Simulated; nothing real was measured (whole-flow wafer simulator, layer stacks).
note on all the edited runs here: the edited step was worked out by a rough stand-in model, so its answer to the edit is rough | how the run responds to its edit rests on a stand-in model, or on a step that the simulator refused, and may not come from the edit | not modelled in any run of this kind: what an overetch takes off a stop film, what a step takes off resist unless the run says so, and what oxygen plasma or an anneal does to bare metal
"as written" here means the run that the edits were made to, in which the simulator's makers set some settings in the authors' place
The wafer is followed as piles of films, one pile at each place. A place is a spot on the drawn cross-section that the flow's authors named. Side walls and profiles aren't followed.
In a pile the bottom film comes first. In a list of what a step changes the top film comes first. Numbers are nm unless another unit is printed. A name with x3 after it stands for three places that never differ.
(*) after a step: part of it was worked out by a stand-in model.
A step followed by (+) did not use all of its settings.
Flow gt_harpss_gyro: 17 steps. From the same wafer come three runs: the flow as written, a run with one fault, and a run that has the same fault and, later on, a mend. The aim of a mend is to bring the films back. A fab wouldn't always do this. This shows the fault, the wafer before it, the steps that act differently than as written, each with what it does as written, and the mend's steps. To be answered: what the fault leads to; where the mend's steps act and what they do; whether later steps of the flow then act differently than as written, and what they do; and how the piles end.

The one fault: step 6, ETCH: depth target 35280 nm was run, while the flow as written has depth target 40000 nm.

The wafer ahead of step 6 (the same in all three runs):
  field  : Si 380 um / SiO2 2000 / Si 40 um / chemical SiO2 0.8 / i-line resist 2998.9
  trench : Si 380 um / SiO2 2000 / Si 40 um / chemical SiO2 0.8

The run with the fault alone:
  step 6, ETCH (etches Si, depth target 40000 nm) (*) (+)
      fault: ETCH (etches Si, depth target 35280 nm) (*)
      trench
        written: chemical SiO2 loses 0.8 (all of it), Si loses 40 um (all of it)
        fault: chemical SiO2 loses 0.8 (all of it), Si loses 35.28 um
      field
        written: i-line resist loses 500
        fault: i-line resist loses 441
  Steps later in the flow that act otherwise than as written (not shown: 3 more steps that differ only slightly, by at most 2% or 0.5 nm, whichever is larger):
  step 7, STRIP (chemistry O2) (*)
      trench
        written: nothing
        fault: chemical SiO2 gains 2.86 (new film), Si loses 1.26
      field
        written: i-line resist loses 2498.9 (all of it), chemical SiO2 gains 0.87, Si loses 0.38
        fault: i-line resist loses 2557.9 (all of it), chemical SiO2 gains 0.87, Si loses 0.38
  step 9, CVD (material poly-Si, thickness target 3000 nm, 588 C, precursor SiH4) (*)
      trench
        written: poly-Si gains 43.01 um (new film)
        fault: poly-Si gains 38.28 um (new film)
  By the end, the piles at trench depart from the flow's by more than 2% or 0.5 nm, whichever is larger.
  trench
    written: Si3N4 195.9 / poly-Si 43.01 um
    fault: Si 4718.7 / chemical SiO2 2.86 / Si3N4 196.6 / poly-Si 38.28 um

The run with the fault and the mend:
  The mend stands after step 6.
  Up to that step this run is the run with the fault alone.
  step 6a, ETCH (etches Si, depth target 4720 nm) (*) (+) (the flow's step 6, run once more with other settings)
      field
        i-line resist loses 59
      trench
        Si loses 4719.9 (all of it)
  Every later step of the flow that is run acts as written at every place that is followed.
  The piles end the same as the flow's at every place that both follow.
